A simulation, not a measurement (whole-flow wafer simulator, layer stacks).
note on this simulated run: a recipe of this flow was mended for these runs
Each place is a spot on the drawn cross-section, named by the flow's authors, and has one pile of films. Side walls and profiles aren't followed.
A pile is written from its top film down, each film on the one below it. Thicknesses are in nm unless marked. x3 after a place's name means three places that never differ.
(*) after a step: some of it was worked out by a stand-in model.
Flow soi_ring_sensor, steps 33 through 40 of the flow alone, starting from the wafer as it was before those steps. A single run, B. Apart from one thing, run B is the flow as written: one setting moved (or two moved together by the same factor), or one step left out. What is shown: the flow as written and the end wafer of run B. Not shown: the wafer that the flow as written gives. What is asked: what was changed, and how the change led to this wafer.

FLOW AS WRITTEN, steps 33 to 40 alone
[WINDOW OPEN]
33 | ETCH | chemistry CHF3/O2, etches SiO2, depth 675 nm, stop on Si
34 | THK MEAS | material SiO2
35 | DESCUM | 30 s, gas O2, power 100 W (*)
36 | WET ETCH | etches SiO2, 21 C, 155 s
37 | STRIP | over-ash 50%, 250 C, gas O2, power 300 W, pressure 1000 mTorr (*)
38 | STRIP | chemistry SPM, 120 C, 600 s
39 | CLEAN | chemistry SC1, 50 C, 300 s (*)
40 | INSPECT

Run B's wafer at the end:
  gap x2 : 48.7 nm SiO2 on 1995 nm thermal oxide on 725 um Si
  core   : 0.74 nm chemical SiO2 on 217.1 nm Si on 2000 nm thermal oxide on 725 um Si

The reason: step 36, WET ETCH: 118 s was run, while the flow as written has 155 s.

How this came from the change, step by step:
  36 | WET ETCH | etches SiO2, 21 C, 155 s
      gap x2: SiO2 loses 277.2 (in the flow as written it would be: SiO2 loses 326.6 (all of it), thermal oxide loses 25)
  39 | CLEAN | chemistry SC1, 50 C, 300 s (*)
      gap x2: SiO2 loses 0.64 (in the flow as written it would be: thermal oxide loses 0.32)
